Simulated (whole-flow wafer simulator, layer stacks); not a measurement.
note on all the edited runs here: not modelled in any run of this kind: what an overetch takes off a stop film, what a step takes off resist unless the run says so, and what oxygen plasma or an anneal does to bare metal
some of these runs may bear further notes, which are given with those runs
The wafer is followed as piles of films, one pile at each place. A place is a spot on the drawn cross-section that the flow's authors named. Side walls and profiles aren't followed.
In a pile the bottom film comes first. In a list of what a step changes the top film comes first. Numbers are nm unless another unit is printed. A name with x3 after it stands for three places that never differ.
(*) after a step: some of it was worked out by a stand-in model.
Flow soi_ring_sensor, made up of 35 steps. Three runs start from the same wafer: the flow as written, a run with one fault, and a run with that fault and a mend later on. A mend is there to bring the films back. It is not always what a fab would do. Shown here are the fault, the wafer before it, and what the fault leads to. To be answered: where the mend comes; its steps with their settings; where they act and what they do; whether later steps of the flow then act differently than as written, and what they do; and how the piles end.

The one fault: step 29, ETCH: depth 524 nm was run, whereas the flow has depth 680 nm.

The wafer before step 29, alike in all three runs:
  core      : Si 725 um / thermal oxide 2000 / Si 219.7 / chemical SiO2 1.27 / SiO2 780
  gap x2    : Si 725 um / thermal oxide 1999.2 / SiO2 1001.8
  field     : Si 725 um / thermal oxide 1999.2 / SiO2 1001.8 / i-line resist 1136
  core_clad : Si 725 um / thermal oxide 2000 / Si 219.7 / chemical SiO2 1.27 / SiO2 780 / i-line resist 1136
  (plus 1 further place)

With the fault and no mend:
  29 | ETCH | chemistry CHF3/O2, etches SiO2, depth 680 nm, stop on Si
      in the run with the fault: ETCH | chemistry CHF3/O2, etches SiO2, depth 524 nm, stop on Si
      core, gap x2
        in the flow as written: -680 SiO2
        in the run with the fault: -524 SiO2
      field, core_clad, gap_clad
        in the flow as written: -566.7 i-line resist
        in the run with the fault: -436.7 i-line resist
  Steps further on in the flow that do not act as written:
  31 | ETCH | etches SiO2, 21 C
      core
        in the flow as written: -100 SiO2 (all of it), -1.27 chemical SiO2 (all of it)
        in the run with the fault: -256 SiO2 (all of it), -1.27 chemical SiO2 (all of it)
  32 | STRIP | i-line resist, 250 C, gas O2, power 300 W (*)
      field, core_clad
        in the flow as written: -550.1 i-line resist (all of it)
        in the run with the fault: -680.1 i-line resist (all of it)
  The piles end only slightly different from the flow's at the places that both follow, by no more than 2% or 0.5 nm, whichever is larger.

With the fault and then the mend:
  The mend follows step 29.
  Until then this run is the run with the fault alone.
  29a | ETCH | chemistry CHF3/O2, etches SiO2, depth 156 nm, stop on Si (the flow's step 29, run once more with other settings)
      core, gap x2
        -156 SiO2
      field, core_clad, gap_clad
        -130 i-line resist
  Later steps of the flow that are run all act as written at every place that is followed.
  By the end, the piles equal the flow's at every place that both follow.
